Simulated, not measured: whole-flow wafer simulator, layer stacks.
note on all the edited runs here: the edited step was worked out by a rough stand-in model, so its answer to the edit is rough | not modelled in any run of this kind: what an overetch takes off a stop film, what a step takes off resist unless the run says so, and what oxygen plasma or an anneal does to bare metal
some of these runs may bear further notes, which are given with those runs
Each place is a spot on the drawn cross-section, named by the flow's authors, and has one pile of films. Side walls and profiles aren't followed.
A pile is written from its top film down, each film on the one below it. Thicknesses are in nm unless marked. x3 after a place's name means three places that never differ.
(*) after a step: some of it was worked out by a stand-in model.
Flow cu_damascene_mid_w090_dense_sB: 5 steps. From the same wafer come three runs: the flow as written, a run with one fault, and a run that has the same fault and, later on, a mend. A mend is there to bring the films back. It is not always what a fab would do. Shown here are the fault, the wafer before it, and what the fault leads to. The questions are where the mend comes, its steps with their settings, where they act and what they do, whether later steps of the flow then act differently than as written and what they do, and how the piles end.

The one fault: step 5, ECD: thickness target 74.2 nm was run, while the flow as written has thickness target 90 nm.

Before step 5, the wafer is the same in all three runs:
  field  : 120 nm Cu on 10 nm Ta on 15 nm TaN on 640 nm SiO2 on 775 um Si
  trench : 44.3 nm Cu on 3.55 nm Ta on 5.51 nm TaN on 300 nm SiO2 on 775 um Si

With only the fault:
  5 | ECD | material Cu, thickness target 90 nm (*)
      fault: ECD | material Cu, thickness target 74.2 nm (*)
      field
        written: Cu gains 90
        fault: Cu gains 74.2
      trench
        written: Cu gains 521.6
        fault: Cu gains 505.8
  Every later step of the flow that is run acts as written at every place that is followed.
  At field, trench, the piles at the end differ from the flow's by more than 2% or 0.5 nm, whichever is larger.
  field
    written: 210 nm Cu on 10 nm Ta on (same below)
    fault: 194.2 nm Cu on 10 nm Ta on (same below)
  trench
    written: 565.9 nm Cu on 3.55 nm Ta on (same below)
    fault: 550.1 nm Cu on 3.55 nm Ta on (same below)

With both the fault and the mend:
  The mend follows step 5.
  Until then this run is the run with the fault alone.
  5a | ECD | material Cu, thickness target 15.8 nm (the flow's step 5 again, with other settings)
      field, trench
        Cu gains 15.8
  Every later step of the flow that is run acts as written at every place that is followed.
  By the end, the piles equal the flow's at every place that both follow.
